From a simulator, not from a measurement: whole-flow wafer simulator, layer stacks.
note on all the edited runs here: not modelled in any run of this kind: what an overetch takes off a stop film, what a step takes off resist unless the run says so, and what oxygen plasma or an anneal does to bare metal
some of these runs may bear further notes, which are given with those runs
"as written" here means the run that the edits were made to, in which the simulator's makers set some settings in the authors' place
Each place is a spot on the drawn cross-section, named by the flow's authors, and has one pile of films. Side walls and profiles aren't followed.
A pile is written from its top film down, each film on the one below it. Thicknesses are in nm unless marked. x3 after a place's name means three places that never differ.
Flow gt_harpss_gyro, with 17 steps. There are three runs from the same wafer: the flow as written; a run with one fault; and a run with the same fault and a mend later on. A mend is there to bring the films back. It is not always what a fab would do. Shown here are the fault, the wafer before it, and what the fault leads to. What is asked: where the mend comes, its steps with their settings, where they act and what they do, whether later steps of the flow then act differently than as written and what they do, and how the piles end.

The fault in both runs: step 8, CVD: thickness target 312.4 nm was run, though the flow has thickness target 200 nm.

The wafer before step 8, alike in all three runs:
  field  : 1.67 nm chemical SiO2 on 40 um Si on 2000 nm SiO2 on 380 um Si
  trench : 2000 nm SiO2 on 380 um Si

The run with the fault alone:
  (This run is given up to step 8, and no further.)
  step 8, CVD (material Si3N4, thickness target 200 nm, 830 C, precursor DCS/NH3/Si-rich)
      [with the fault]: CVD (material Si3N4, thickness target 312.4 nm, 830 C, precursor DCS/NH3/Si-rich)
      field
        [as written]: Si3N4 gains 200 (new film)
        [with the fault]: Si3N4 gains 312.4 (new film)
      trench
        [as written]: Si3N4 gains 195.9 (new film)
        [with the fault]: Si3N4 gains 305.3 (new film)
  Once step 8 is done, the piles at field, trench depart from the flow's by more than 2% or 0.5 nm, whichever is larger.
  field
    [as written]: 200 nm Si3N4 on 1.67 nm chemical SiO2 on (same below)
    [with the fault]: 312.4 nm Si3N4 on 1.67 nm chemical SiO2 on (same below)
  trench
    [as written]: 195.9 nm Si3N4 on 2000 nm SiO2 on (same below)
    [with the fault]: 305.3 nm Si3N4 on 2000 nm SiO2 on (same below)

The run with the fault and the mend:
  After step 8 comes the mend.
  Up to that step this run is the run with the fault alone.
  step 8a, ETCH (chemistry h3po4, depth target 358.8 nm)
      field
        Si3N4 loses 312.4 (all of it)
      trench
        Si3N4 loses 305.3 (all of it)
  step 8b, CLEAN (chemistry SPM) (a further turn of the flow's step 1)
      leaves every film unchanged at each place that is followed
  step 8c, CVD (material Si3N4, thickness target 200 nm, 830 C, precursor DCS/NH3/Si-rich) (a further turn of the flow's step 8)
      field
        Si3N4 gains 200 (new film)
      trench
        Si3N4 gains 195.9 (new film)
  None of the later steps of the flow acts differently than as written at any place that is followed.
  At every place that both follow, the piles at the end match the flow's.
